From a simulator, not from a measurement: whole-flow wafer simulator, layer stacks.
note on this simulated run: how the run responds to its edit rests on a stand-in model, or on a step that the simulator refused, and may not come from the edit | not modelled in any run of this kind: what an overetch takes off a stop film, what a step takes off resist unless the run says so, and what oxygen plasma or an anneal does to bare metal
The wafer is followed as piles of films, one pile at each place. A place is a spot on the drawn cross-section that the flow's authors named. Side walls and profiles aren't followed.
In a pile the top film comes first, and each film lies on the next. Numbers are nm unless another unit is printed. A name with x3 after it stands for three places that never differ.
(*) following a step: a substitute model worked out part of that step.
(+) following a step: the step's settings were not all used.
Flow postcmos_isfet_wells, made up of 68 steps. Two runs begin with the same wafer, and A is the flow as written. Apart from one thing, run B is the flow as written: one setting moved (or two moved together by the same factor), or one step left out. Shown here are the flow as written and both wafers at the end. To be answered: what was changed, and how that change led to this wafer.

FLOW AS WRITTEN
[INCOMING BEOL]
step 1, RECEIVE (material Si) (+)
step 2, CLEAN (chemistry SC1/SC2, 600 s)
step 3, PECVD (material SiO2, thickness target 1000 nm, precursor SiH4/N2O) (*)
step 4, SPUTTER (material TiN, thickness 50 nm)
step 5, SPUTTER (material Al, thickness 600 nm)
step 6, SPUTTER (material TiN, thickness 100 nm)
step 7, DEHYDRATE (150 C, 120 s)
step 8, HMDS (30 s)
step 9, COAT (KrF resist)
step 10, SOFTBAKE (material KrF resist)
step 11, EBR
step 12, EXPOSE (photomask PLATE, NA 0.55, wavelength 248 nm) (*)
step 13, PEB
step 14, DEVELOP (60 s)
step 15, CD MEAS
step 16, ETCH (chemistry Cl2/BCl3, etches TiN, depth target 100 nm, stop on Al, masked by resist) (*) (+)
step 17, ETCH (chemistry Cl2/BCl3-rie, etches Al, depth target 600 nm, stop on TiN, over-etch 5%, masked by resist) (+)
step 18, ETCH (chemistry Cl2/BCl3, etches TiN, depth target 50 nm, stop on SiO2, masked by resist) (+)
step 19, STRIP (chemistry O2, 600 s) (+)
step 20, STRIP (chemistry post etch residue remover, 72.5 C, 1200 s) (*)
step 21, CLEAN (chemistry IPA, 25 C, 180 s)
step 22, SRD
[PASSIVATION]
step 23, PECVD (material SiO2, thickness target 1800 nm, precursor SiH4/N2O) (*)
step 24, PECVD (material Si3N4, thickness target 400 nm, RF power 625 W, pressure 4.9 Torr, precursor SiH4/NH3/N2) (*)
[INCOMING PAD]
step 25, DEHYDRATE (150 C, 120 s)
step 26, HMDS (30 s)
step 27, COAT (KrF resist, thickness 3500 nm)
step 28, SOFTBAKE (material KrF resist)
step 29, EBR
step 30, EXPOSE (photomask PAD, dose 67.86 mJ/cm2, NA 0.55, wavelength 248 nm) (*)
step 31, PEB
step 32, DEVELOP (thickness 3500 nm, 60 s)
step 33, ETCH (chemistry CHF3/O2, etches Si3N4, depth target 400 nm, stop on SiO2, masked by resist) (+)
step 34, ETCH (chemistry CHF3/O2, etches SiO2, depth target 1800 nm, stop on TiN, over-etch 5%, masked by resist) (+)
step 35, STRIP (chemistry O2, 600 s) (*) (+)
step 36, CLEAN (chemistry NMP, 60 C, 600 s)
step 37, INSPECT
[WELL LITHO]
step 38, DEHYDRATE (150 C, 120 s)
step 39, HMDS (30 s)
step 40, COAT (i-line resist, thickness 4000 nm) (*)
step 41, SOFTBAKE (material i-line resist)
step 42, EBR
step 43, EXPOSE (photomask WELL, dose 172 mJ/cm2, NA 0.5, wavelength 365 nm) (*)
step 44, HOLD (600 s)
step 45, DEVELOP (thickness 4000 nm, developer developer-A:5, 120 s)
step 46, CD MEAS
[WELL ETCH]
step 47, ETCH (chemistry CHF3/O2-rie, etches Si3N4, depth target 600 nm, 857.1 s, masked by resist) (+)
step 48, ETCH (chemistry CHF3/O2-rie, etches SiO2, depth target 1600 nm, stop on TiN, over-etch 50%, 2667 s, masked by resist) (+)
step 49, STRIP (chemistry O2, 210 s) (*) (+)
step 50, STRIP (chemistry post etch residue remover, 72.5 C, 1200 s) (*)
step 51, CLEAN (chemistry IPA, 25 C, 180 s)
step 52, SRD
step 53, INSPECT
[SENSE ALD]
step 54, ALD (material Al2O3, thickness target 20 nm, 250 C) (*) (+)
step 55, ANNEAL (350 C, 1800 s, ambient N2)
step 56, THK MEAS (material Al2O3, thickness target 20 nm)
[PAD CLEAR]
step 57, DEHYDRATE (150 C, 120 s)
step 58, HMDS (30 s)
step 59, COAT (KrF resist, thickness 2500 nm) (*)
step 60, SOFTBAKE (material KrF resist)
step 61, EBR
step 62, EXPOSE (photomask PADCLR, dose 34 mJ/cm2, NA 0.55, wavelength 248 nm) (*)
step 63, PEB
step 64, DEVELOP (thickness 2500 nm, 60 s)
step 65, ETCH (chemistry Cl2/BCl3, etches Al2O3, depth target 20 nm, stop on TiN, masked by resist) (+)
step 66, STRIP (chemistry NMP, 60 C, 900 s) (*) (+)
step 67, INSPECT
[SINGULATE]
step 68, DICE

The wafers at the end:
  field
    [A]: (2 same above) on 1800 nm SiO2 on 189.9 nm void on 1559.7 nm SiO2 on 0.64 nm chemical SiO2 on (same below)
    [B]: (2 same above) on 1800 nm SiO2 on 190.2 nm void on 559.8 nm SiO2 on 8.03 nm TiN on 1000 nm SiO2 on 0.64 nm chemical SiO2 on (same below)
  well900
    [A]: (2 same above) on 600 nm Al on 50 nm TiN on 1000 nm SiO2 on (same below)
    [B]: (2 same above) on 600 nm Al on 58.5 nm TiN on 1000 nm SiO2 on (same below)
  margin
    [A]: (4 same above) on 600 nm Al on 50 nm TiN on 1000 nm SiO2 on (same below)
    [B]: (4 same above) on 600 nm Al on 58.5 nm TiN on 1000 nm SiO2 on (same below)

What caused this: step 4, SPUTTER: thickness 58.45 nm was run, though the flow has thickness 50 nm.
The wafer lets one read it off: well900 has TiN 58.5, and step 4 as written asks for 50 nm.

How this came from the change, step by step:
  step 4, SPUTTER (material TiN, thickness 50 nm)
      field, margin, well900, well1300 x3, pad_rim, pad_clr, pad_open: A +50 TiN (new film) | B +58.5 TiN (new film)
  step 18, ETCH (chemistry Cl2/BCl3, etches TiN, depth target 50 nm, stop on SiO2, masked by resist) (+)
      field: A -50 TiN (all of it) | B -50 TiN
  step 23, PECVD (material SiO2, thickness target 1800 nm, precursor SiH4/N2O) (*)
      field: A +1800 SiO2 (new film), +189.9 void (new film), +559.7 SiO2 | B +1800 SiO2 (new film), +190.2 void (new film), +559.8 SiO2 (new film)
If metal films that touch count as one body, field has 1 body; the flow as written gives 0 bodies.
